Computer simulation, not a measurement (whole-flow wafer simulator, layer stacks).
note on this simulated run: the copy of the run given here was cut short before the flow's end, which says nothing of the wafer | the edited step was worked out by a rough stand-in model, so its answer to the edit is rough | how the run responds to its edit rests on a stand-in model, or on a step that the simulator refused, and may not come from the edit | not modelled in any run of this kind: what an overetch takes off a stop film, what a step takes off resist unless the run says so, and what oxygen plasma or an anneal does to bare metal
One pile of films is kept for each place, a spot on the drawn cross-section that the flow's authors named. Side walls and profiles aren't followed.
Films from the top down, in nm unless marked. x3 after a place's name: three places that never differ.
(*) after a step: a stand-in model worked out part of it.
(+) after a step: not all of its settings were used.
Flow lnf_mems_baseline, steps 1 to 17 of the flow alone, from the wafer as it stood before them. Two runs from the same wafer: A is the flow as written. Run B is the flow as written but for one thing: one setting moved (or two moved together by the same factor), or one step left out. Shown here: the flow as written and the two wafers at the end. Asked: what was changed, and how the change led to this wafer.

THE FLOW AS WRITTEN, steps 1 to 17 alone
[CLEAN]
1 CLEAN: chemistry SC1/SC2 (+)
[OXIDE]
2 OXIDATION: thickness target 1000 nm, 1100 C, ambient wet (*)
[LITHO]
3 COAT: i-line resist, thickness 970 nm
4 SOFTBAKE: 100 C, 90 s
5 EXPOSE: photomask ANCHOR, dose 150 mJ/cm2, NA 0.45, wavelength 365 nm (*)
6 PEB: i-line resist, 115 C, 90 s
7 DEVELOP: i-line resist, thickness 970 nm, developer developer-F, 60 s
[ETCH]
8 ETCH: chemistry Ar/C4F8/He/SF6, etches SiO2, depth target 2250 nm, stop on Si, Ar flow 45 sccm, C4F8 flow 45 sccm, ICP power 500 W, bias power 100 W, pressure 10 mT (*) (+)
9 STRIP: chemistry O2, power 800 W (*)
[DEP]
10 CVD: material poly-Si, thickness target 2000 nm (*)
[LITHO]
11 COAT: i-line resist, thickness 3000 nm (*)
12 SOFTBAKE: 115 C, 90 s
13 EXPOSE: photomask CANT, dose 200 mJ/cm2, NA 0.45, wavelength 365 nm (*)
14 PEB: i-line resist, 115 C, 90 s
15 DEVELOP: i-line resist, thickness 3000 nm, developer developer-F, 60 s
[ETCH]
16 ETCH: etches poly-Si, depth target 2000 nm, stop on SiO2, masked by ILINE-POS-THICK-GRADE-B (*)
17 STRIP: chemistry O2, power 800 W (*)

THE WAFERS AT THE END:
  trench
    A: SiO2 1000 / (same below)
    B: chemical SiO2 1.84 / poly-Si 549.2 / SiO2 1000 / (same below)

The cause: step 16, ETCH: depth target 1450 nm was run, where the flow has depth target 2000 nm.

How the change led to this, step by step:
  16 ETCH: etches poly-Si, depth target 2000 nm, stop on SiO2, masked by ILINE-POS-THICK-GRADE-B (*)
      trench, char_slit: A poly-Si -2000 (all of it) | B poly-Si -1450
      field, anchor, beam: A i-line resist -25 | B i-line resist -18.1
  17 STRIP: chemistry O2, power 800 W (*)
      trench, char_slit: A nothing | B chemical SiO2 +1.84 (new film), poly-Si -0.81
